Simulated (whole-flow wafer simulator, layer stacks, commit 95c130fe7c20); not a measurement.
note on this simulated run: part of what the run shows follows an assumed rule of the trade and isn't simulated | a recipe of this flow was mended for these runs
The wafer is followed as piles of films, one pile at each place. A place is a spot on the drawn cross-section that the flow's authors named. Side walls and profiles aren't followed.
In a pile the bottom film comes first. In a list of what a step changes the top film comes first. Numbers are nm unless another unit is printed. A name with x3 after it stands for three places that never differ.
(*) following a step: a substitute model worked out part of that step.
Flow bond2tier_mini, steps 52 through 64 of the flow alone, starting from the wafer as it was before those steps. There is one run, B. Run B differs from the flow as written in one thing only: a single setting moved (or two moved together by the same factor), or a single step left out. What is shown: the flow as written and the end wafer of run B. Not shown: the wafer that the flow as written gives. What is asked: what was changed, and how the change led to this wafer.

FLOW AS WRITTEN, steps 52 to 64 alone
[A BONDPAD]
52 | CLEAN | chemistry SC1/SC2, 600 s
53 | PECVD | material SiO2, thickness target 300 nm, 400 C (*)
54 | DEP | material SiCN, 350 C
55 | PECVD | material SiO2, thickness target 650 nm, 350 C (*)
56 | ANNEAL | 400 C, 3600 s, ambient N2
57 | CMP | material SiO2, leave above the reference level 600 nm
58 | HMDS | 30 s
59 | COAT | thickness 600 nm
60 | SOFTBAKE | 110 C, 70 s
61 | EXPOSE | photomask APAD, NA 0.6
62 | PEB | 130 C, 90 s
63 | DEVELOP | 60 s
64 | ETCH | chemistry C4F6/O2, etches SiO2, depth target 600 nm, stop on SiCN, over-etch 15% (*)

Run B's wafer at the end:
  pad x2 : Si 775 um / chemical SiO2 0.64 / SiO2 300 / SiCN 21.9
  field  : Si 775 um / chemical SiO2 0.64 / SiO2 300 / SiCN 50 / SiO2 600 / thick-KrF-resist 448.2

The reason: step 64, ETCH: depth target 666.4 nm was run, while the flow as written has depth target 600 nm.

Step by step, how the change led to this:
  64 | ETCH | chemistry C4F6/O2, etches SiO2, depth target 600 nm, stop on SiCN, over-etch 15% (*)
      pad x2: SiO2 loses 600 (all of it), SiCN loses 28.1 (in the flow as written it would be: SiO2 loses 600 (all of it), SiCN loses 15.2)
      field: thick-KrF-resist loses 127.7 (in the flow as written it would be: thick-KrF-resist loses 115)
